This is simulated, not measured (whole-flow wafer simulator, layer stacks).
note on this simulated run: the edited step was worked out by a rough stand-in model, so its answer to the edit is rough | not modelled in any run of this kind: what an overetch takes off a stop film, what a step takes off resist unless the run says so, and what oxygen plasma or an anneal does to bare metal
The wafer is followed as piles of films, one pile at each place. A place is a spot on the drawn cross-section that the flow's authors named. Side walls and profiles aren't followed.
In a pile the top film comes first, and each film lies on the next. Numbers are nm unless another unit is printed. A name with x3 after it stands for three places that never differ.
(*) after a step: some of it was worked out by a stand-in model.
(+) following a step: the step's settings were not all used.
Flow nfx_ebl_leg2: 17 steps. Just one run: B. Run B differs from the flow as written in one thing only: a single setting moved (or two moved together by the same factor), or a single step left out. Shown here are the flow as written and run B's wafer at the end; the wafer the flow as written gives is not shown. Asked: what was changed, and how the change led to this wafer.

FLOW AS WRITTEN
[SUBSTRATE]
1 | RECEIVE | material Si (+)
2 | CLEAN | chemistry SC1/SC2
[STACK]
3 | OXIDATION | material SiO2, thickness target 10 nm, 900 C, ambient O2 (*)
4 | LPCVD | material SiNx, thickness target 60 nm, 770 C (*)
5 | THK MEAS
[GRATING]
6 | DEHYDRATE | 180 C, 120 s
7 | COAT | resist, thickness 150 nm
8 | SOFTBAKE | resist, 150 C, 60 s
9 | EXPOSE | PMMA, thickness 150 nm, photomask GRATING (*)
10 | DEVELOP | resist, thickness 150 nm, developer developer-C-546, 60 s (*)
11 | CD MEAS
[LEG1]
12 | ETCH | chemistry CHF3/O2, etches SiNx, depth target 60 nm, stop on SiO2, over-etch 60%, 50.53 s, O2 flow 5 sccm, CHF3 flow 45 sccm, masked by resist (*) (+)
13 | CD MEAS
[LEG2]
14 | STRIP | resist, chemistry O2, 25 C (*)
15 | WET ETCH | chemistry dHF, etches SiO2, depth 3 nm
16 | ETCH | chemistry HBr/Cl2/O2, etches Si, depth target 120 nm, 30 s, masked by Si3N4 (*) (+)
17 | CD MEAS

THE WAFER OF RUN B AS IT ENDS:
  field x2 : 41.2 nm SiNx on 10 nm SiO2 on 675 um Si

What caused this: step 4, LPCVD: thickness target 48 nm was run, while the flow as written has thickness target 60 nm.

How this came from the change, step by step:
  4 | LPCVD | material SiNx, thickness target 60 nm, 770 C (*)
      field x2, pad x2: +48 SiNx (new film) (it would be, as written: +60 SiNx (new film))
  12 | ETCH | chemistry CHF3/O2, etches SiNx, depth target 60 nm, stop on SiO2, over-etch 60%, 50.53 s, O2 flow 5 sccm, CHF3 flow 45 sccm, masked by resist (*) (+)
      pad x2: -48 SiNx (all of it), -10 SiO2 (all of it) (it would be, as written: -60 SiNx (all of it), -10 SiO2 (all of it))
